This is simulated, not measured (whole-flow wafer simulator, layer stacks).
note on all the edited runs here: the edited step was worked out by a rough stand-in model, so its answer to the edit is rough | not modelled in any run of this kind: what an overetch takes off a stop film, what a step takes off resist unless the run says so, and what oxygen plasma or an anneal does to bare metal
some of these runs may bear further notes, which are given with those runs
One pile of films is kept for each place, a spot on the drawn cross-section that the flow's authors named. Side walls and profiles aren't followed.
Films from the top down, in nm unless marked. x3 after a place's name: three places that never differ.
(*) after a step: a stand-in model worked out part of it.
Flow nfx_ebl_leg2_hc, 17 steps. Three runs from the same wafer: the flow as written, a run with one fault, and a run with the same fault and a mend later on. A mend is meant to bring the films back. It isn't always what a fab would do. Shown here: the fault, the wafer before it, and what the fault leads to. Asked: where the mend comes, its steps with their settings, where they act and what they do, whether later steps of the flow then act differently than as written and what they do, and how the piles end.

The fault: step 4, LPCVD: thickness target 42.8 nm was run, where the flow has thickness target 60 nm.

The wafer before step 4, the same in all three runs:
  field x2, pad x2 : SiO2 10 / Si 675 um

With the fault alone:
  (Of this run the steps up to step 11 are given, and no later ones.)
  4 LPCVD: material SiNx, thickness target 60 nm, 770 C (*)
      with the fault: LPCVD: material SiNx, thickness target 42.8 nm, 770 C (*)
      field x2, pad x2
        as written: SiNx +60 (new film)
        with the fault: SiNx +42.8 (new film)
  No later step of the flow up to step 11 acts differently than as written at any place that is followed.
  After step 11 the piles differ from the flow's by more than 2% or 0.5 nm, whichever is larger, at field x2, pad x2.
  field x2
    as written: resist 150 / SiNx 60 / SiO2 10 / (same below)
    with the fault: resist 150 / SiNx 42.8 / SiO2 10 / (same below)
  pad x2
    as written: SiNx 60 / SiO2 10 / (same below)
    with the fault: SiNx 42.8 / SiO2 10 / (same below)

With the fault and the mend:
  The mend comes after step 11.
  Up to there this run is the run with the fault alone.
  11a STRIP: resist, chemistry O2, 25 C (*)
      field x2
        resist -150 (all of it)
  11b CLEAN: chemistry SC1/SC2 (*) (the flow's step 2 once more)
      changes no film at any place that is followed
  11c LPCVD: material SiNx, thickness target 17.2 nm, 770 C (*) (the flow's step 4 once more, with other settings)
      field x2, pad x2
        SiNx +17.2
  11d DEHYDRATE: 180 C, 120 s (the flow's step 6 once more)
      changes no film at any place that is followed
  11e COAT: resist, thickness 150 nm (the flow's step 7 once more)
      field x2, pad x2
        resist +150 (new film)
  11f SOFTBAKE: resist, 150 C, 60 s (the flow's step 8 once more)
      changes no film at any place that is followed
  11g EXPOSE: PMMA, thickness 150 nm, photomask GRATING (*) (the flow's step 9 once more)
      changes no film at any place that is followed
  11h DEVELOP: resist, thickness 150 nm, developer developer-C-546, 60 s (*) (the flow's step 10 once more)
      pad x2
        resist -150 (all of it)
  No later step of the flow acts differently than as written at any place that is followed.
  At the end the piles are the same as the flow's at every place that both follow.
